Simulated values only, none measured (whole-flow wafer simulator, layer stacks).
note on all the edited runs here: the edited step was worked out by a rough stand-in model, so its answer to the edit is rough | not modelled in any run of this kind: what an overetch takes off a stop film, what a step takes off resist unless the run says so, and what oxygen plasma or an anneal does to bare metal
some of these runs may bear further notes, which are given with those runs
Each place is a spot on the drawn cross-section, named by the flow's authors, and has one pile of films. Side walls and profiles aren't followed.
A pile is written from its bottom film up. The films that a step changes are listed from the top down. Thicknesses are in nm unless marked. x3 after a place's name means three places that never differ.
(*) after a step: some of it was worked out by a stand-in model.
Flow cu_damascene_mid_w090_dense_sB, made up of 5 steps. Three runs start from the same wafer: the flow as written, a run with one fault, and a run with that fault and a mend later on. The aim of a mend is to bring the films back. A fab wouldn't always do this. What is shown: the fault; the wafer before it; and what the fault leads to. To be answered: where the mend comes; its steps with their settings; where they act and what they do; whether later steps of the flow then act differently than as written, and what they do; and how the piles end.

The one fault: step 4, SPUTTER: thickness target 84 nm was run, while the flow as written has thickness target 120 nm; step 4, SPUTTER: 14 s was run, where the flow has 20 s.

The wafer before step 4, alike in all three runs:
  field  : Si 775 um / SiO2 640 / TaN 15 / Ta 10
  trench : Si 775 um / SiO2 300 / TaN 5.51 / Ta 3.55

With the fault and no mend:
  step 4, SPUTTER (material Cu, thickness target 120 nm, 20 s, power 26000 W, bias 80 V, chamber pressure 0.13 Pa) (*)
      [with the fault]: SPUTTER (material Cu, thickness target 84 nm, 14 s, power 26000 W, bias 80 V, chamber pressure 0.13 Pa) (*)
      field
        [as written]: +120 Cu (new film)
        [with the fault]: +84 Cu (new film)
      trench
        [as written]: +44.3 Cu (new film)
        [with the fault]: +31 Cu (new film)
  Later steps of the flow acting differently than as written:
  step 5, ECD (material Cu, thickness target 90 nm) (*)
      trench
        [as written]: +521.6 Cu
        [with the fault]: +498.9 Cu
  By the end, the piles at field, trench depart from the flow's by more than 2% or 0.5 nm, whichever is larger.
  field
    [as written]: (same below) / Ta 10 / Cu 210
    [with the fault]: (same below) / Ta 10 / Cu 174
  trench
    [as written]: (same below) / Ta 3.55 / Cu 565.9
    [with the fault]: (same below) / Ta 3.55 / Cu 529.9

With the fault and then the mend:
  After step 4 comes the mend.
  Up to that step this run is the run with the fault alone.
  step 4a, SPUTTER (material Cu, thickness target 36 nm, 6 s, power 26000 W, bias 80 V, chamber pressure 0.13 Pa) (*) (the flow's step 4 again, with other settings)
      field
        +36 Cu
      trench
        +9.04 Cu
  None of the later steps of the flow differs from how it acts as written, at any place that is followed, by more than 2% or 0.5 nm, whichever is larger.
  At every place that both follow, the piles at the end match the flow's.
